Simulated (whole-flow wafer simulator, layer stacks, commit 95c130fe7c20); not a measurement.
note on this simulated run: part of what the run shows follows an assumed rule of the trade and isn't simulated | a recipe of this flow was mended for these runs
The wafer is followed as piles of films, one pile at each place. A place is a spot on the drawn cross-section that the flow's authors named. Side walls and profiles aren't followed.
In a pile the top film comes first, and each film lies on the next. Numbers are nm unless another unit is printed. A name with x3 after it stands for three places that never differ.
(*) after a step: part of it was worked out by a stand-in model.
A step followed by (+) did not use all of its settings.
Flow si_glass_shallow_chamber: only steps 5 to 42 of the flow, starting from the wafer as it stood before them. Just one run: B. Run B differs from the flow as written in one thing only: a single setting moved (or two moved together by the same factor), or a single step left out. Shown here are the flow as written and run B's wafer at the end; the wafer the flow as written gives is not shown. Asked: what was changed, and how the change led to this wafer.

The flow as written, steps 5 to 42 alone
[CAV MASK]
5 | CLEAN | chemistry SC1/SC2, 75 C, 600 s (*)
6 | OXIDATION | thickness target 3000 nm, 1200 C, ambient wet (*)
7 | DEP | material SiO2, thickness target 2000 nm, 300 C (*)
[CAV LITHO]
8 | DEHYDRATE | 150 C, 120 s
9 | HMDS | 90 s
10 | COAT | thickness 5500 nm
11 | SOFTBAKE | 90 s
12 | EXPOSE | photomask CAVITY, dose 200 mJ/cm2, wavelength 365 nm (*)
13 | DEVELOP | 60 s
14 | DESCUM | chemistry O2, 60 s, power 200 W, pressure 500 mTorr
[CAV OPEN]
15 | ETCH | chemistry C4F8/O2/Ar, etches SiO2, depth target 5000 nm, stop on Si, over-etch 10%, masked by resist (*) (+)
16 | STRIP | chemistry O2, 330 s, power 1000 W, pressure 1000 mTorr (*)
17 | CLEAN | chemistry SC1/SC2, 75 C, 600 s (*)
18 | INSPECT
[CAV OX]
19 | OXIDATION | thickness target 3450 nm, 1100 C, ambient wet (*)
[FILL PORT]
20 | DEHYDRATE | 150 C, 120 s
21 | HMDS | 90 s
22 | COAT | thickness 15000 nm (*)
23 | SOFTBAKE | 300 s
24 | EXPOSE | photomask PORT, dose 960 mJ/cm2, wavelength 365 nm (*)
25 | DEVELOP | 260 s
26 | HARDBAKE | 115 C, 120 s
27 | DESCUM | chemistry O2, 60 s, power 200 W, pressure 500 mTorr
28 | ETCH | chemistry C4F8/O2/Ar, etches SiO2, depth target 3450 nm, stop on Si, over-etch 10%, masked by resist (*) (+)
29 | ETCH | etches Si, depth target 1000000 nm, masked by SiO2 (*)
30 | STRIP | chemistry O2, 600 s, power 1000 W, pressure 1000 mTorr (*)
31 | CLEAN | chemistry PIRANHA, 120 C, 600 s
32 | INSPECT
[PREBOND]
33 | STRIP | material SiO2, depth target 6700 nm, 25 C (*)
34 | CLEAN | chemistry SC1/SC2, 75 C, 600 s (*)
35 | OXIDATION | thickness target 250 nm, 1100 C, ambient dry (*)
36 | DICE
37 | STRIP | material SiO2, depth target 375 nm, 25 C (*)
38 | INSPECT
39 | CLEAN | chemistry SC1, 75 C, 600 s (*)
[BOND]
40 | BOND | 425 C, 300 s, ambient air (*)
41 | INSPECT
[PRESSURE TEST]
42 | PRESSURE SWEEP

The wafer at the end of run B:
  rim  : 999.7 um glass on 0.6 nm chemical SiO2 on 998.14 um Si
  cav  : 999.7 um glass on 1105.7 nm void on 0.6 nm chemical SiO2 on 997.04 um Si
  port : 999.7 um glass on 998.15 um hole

The reason: step 6, OXIDATION: thickness target 2775 nm was run, whereas the flow has thickness target 3000 nm.

How this came from the change, step by step:
  6 | OXIDATION | thickness target 3000 nm, 1200 C, ambient wet (*)
      rim, ramp, cav, port, septum, ring: SiO2 gains 2775 (new film), chemical SiO2 loses 0.6 (all of it), Si loses 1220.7 (in the flow as written it would be: SiO2 gains 3000 (new film), chemical SiO2 loses 0.6 (all of it), Si loses 1319.7)
  15 | ETCH | chemistry C4F8/O2/Ar, etches SiO2, depth target 5000 nm, stop on Si, over-etch 10%, masked by resist (*) (+)
      rim, ramp, septum, ring: thick-i-line-resist loses 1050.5 (in the flow as written it would be: thick-i-line-resist loses 1100)
      cav, port: SiO2 loses 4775 (all of it), Si loses 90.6 (in the flow as written it would be: SiO2 loses 5000 (all of it), Si loses 62.5)
  19 | OXIDATION | thickness target 3450 nm, 1100 C, ambient wet (*)
      rim, ramp, septum, ring: SiO2 gains 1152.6, Si loses 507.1 (in the flow as written it would be: SiO2 gains 1110.9, Si loses 488.8)
  22 | COAT | thickness 15000 nm (*)
      rim: thick-i-line-resist gains 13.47 um (new film) (in the flow as written it would be: thick-i-line-resist gains 13.4 um (new film))
      ramp: thick-i-line-resist gains 12.99 um (new film) (in the flow as written it would be: thick-i-line-resist gains 12.89 um (new film))
      (and at 3 other places as well)
  23 | SOFTBAKE | 300 s
      rim: thick-i-line-resist loses 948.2 (in the flow as written it would be: thick-i-line-resist loses 997)
      ramp: thick-i-line-resist loses 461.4 (in the flow as written it would be: thick-i-line-resist loses 487.1)
      (and at 4 other places as well)
  25 | DEVELOP | 260 s
      port: thick-i-line-resist loses 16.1 um (all of it) (in the flow as written it would be: thick-i-line-resist loses 16.16 um (all of it))
  29 | ETCH | etches Si, depth target 1000000 nm, masked by SiO2 (*)
      rim, ramp: thick-i-line-resist loses 11.59 um (all of it), SiO2 loses 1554 (in the flow as written it would be: thick-i-line-resist loses 11.47 um (all of it), SiO2 loses 1617.3)
      port: hole gains 997.12 um (new film), Si loses 997.12 um (all of it) (in the flow as written it would be: hole gains 997.05 um (new film), Si loses 997.05 um (all of it))
      (and at 2 other places as well)
  30 | STRIP | chemistry O2, 600 s, power 1000 W, pressure 1000 mTorr (*)
      cav: thick-i-line-resist loses 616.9 (all of it) (in the flow as written it would be: thick-i-line-resist loses 669.6 (all of it))
  33 | STRIP | material SiO2, depth target 6700 nm, 25 C (*)
      rim, ramp: SiO2 loses 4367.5 (all of it) (in the flow as written it would be: SiO2 loses 4487.5 (all of it))
      septum: SiO2 loses 5554.3 (all of it) (in the flow as written it would be: SiO2 loses 5732.1 (all of it))
      (and at 1 other place as well)
